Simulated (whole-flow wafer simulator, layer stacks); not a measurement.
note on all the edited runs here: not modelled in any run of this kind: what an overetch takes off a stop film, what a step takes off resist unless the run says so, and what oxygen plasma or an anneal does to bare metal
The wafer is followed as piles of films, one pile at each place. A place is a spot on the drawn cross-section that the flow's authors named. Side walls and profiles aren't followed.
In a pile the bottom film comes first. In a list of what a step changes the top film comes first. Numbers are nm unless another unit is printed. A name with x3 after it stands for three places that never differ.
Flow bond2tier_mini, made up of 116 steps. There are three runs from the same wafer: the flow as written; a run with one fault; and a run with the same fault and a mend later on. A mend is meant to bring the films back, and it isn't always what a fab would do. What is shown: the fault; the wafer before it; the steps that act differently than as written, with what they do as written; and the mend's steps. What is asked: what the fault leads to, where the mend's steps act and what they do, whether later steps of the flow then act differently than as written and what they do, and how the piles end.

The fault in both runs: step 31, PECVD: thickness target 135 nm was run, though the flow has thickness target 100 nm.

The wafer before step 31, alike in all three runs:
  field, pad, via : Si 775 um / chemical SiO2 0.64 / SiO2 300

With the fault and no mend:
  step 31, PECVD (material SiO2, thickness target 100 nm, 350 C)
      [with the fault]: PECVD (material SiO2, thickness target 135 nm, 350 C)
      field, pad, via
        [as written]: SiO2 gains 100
        [with the fault]: SiO2 gains 135
  Later steps of the flow that are run all act as written at every place that is followed.
  By the end, the piles at field, pad depart from the flow's by more than 2% or 0.5 nm, whichever is larger.
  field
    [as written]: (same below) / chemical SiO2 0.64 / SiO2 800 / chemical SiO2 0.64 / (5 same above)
    [with the fault]: (same below) / chemical SiO2 0.64 / SiO2 835 / chemical SiO2 0.64 / (5 same above)
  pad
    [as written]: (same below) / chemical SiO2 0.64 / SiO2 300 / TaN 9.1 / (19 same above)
    [with the fault]: (same below) / chemical SiO2 0.64 / SiO2 335 / TaN 9.1 / (19 same above)

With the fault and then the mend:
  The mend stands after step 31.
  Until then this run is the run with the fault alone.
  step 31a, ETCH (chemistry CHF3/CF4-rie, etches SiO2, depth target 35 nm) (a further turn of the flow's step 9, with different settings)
      field, pad, via
        SiO2 loses 35
  Later steps of the flow that are run all act as written at every place that is followed.
  At every place that both follow, the piles at the end match the flow's.
